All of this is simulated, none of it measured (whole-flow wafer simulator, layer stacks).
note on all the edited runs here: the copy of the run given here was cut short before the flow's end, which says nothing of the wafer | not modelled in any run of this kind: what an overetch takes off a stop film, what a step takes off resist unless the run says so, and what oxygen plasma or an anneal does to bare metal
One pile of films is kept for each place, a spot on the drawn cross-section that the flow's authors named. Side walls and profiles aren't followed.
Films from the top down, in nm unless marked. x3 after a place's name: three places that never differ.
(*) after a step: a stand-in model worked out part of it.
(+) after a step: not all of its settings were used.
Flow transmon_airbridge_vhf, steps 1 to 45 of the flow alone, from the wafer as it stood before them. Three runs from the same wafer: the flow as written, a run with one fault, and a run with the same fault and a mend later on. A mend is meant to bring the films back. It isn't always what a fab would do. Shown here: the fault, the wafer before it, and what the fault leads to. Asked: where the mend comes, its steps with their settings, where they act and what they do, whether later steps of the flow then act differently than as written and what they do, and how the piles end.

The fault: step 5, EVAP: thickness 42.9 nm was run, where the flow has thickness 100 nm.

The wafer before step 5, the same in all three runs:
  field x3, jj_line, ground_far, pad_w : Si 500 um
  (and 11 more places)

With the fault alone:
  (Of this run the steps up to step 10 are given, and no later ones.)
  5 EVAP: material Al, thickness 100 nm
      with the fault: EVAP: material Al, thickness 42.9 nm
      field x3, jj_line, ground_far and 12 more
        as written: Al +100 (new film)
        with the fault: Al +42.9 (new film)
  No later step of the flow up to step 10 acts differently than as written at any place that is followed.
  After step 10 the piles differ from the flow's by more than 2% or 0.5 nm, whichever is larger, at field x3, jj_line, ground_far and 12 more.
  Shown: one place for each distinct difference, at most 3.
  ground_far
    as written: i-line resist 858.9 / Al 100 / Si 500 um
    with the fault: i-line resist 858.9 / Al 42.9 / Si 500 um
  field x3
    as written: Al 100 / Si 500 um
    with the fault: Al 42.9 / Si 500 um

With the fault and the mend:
  The mend comes after step 10.
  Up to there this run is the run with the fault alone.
  10a STRIP: i-line resist, 80 C, 600 s (+)
      ground_far, pad_w, flank_w and 8 more
        i-line resist -858.9 (all of it)
  10b EVAP: material Al, thickness 57.1 nm (the flow's step 5 once more, with other settings)
      field x3, jj_line, ground_far and 12 more
        Al +57.1
  10c COAT: i-line resist, thickness 900 nm (the flow's step 6 once more)
      field x3, jj_line, ground_far and 12 more
        i-line resist +900 (new film)
  10d SOFTBAKE: i-line resist, 90 C, 90 s (the flow's step 7 once more)
      changes no film at any place that is followed
  10e EXPOSE: i-line resist, thickness 900 nm, photomask AB CPW, dose 155.4 mJ/cm2, NA 0.45, wavelength 365 nm (*) (the flow's step 8 once more)
      changes no film at any place that is followed
  10f PEB: i-line resist, 110 C, 60 s (the flow's step 9 once more)
      field x3, jj_line, ground_far and 12 more
        i-line resist -41
  10g DEVELOP: i-line resist, thickness 900 nm, developer developer-B, 60 s (the flow's step 10 once more)
      ground_far, pad_w, flank_w and 8 more
        i-line resist -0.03
      field x3, jj_line, gap_w, gap_e
        i-line resist -859 (all of it)
  No later step of the flow acts differently than as written at any place that is followed.
  At the end the piles are the same as the flow's at every place that both follow.
